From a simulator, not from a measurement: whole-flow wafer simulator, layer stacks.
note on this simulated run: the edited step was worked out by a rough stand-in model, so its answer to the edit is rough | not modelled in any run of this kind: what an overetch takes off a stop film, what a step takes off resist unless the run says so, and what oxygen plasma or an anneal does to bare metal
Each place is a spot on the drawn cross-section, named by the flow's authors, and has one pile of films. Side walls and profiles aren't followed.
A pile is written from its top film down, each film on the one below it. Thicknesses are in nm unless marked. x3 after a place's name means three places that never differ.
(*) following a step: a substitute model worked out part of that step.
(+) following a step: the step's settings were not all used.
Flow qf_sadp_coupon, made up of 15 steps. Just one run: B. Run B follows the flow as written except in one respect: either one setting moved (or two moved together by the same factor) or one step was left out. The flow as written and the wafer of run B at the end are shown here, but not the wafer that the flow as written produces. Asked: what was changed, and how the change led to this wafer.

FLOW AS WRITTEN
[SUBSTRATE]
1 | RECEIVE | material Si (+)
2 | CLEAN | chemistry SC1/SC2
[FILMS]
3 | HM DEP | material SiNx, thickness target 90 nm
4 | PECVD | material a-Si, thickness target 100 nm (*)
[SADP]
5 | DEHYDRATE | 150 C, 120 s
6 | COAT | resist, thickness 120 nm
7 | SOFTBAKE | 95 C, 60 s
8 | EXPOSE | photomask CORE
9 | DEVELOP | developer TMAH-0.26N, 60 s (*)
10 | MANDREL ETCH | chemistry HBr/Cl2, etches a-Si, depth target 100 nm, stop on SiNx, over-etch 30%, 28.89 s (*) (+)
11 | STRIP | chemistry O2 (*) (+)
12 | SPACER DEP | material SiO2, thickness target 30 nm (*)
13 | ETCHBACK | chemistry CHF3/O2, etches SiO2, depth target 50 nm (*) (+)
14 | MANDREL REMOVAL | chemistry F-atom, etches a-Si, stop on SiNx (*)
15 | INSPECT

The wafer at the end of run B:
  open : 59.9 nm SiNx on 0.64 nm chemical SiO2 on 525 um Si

Cause: step 4, PECVD: thickness target 52.5 nm was run, whereas the flow has thickness target 100 nm.

How this came from the change, step by step:
  4 | PECVD | material a-Si, thickness target 100 nm (*)
      m, open: +52.5 a-Si (new film) (it would be, as written: +100 a-Si (new film))
  10 | MANDREL ETCH | chemistry HBr/Cl2, etches a-Si, depth target 100 nm, stop on SiNx, over-etch 30%, 28.89 s (*) (+)
      open: -52.5 a-Si (all of it), -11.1 SiNx (it would be, as written: -100 a-Si (all of it), -4.29 SiNx)
  14 | MANDREL REMOVAL | chemistry F-atom, etches a-Si, stop on SiNx (*)
      m: -48.3 a-Si (all of it) (it would be, as written: -95.8 a-Si (all of it))
